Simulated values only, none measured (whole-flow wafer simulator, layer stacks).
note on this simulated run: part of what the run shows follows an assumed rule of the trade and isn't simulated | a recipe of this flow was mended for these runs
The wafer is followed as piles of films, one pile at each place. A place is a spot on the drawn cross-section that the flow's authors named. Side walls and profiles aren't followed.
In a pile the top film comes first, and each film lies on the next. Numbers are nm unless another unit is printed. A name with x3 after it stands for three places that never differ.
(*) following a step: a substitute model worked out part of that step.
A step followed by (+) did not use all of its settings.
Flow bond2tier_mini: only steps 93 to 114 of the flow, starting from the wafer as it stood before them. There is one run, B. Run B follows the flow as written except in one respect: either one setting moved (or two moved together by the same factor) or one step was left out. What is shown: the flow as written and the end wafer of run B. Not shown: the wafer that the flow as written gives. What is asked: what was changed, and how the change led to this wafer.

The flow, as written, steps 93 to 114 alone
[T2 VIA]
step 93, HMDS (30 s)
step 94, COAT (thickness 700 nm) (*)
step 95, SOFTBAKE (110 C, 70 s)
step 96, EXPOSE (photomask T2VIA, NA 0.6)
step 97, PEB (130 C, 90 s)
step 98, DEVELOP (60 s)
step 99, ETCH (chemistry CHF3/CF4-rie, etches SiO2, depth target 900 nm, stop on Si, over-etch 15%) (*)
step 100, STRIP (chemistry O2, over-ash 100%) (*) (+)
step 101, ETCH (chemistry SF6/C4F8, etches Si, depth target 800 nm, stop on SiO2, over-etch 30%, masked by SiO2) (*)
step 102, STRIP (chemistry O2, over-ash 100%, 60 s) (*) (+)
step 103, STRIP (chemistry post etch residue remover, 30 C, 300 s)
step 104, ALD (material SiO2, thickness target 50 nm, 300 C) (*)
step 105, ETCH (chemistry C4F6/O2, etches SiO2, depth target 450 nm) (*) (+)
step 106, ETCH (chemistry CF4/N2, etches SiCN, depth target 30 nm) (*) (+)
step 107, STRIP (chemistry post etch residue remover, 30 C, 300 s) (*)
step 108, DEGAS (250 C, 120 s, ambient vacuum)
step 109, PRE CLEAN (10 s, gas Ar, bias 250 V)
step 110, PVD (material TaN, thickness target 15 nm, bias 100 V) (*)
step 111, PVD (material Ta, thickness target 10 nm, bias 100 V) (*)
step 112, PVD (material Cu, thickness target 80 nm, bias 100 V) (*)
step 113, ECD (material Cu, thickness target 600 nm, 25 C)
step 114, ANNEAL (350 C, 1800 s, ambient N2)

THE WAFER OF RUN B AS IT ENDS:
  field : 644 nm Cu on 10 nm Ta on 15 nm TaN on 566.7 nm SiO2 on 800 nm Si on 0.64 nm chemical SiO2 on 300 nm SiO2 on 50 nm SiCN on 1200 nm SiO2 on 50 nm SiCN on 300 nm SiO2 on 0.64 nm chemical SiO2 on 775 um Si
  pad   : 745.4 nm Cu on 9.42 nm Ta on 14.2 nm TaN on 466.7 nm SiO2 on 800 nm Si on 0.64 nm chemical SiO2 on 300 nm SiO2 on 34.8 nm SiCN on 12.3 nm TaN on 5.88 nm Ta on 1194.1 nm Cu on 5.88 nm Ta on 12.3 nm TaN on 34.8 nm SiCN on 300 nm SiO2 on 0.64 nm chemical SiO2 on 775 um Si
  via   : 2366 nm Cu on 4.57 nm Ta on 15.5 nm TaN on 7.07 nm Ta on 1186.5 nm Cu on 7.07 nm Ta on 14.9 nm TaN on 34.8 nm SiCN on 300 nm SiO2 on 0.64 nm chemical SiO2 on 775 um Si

What caused this: step 112, PVD: thickness target 44 nm was run, whereas the flow has thickness target 80 nm.

How this came from the change, step by step:
  step 112, PVD (material Cu, thickness target 80 nm, bias 100 V) (*)
      field: +44 Cu (new film) (in the flow as written it would be: +80 Cu (new film))
      pad: +41.4 Cu (new film) (in the flow as written it would be: +75.3 Cu (new film))
      (also at 1 further place)
